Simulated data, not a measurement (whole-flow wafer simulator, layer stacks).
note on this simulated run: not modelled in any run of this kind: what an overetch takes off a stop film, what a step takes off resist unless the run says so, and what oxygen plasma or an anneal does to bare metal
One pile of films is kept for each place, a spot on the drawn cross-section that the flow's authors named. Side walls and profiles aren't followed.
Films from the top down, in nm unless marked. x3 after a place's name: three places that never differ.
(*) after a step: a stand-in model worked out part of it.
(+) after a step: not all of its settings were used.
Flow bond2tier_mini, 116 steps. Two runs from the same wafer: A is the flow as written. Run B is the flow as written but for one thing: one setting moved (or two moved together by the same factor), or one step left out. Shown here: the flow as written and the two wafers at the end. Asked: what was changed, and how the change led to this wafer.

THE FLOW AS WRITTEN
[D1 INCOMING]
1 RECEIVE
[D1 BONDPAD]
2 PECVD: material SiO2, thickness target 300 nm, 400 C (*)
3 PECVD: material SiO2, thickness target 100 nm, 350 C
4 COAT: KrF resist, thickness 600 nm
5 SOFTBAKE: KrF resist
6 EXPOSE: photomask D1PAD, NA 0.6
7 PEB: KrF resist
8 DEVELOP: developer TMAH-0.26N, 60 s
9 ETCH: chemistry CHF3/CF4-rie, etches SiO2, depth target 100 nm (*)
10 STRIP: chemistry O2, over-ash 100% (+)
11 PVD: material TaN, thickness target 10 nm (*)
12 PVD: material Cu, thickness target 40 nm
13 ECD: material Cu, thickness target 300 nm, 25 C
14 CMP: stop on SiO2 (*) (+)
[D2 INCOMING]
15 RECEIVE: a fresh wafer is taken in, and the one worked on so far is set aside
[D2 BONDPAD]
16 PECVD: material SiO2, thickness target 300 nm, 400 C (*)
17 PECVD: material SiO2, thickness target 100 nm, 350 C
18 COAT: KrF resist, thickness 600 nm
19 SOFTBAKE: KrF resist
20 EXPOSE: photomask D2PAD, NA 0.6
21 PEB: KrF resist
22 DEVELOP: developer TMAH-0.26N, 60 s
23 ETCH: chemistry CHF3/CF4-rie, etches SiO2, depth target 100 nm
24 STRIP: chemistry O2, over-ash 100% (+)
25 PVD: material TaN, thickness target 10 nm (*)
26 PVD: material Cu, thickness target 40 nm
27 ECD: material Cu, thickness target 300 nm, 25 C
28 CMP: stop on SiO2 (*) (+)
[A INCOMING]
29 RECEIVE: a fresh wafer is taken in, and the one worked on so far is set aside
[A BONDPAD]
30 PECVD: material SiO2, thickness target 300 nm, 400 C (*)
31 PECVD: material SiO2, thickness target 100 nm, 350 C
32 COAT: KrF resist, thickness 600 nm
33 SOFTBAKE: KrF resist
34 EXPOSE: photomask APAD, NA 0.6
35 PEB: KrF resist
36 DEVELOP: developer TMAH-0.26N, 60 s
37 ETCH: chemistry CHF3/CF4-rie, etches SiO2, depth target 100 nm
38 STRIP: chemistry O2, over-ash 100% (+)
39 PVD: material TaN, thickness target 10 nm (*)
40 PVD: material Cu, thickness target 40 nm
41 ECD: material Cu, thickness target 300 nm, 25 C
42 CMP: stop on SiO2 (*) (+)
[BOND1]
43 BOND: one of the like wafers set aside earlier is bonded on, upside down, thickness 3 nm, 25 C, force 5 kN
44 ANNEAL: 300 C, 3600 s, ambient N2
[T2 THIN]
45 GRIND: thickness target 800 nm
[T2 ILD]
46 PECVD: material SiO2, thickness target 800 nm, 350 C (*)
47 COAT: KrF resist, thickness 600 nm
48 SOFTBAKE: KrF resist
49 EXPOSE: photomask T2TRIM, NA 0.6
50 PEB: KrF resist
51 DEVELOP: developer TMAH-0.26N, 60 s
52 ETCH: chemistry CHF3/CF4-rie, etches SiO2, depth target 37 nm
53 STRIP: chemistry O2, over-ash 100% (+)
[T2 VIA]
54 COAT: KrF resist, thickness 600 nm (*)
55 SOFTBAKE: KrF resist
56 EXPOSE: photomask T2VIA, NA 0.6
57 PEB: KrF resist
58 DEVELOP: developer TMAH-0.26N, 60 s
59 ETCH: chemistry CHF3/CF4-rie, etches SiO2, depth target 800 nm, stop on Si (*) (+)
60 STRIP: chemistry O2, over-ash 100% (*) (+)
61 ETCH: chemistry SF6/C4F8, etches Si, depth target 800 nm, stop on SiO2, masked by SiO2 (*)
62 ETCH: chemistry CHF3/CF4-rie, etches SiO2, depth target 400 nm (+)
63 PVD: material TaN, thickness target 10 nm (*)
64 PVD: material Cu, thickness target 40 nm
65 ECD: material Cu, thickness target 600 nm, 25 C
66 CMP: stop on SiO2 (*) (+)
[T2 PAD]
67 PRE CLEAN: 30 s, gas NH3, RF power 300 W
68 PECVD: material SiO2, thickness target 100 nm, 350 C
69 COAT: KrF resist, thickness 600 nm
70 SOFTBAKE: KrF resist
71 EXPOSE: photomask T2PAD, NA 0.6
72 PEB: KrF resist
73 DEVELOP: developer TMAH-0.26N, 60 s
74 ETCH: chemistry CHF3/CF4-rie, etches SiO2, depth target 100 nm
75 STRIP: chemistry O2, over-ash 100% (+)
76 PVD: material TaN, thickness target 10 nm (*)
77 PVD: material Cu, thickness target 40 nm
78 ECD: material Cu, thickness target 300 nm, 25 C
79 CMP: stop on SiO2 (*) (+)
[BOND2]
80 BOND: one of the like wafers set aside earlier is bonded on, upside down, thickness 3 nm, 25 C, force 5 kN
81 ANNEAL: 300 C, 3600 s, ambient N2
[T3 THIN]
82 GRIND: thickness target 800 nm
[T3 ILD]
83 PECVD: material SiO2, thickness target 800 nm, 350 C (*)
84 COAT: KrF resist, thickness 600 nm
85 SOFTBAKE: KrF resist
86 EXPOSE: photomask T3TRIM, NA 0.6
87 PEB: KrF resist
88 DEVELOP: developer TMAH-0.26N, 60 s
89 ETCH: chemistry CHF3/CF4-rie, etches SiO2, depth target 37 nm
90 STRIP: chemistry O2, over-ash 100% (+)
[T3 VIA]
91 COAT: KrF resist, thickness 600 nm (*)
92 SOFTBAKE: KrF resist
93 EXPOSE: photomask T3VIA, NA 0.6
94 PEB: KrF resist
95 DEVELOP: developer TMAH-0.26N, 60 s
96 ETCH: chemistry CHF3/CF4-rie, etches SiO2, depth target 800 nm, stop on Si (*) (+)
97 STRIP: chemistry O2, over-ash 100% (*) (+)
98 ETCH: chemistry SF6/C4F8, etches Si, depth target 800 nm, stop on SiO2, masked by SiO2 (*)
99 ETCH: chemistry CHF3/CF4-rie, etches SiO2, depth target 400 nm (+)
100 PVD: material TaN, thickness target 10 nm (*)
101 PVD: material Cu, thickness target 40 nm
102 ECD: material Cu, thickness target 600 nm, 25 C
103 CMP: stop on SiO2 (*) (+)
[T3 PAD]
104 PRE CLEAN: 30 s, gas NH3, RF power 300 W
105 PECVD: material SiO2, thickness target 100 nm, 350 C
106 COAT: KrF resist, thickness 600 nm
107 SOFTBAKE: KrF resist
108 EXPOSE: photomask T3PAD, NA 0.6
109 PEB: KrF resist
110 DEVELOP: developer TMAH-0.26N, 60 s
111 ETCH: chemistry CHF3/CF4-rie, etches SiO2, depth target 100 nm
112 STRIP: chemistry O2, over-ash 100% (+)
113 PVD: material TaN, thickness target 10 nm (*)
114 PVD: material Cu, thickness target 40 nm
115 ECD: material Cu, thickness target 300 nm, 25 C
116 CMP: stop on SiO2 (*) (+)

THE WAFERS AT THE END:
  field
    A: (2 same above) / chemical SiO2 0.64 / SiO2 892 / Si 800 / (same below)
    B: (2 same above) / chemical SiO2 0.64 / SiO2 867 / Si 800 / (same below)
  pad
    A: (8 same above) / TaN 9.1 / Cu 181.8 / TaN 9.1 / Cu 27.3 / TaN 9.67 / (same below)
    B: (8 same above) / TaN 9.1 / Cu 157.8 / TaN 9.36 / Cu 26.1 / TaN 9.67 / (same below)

The cause: step 68, PECVD: thickness target 75 nm was run, where the flow has thickness target 100 nm.

How the change led to this, step by step:
  68 PECVD: material SiO2, thickness target 100 nm, 350 C
      field: A SiO2 +100 | B SiO2 +75
      pad: A SiO2 +100 (new film) | B SiO2 +75 (new film)
  74 ETCH: chemistry CHF3/CF4-rie, etches SiO2, depth target 100 nm
      pad: A SiO2 -100 (all of it) | B SiO2 -75 (all of it), Cu -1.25
  77 PVD: material Cu, thickness target 40 nm
      pad: A Cu +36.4 (new film) | B Cu +37.2 (new film)
  78 ECD: material Cu, thickness target 300 nm, 25 C
      pad: A Cu +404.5 | B Cu +379.7
